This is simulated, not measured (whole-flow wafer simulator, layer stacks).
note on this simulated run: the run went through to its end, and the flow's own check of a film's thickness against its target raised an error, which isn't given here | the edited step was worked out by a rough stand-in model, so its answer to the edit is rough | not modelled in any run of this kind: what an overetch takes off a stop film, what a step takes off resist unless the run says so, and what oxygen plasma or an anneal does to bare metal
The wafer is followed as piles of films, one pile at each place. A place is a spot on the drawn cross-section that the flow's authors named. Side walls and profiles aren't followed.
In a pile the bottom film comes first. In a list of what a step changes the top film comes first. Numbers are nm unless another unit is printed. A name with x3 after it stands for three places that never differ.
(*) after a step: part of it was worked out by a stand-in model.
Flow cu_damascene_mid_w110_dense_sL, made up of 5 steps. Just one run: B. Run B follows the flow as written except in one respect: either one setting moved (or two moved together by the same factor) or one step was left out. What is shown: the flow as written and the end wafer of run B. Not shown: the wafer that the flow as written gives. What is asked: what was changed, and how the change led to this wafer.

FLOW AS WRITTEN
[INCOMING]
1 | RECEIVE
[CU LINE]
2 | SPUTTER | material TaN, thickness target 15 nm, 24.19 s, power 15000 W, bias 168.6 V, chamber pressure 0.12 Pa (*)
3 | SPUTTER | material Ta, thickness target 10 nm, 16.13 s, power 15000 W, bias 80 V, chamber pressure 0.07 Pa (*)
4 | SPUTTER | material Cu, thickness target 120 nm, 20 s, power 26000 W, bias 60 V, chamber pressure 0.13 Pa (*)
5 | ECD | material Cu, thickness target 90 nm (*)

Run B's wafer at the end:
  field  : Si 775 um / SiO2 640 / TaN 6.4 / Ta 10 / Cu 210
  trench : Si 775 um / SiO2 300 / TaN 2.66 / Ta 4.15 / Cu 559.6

Cause: step 2, SPUTTER: thickness target 6.4 nm was run, whereas the flow has thickness target 15 nm; step 2, SPUTTER: 10.28 s was run, where the flow has 24.19 s.
One can read it off the wafer: field has TaN 6.4, and step 2 as written asks for 15 nm.

Step by step, how the change led to this:
  2 | SPUTTER | material TaN, thickness target 15 nm, 24.19 s, power 15000 W, bias 168.6 V, chamber pressure 0.12 Pa (*)
      field: +6.4 TaN (new film) (it would be, as written: +15 TaN (new film))
      trench: +2.66 TaN (new film) (it would be, as written: +6.23 TaN (new film))
  4 | SPUTTER | material Cu, thickness target 120 nm, 20 s, power 26000 W, bias 60 V, chamber pressure 0.13 Pa (*)
      trench: +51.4 Cu (new film) (it would be, as written: +49.9 Cu (new film))
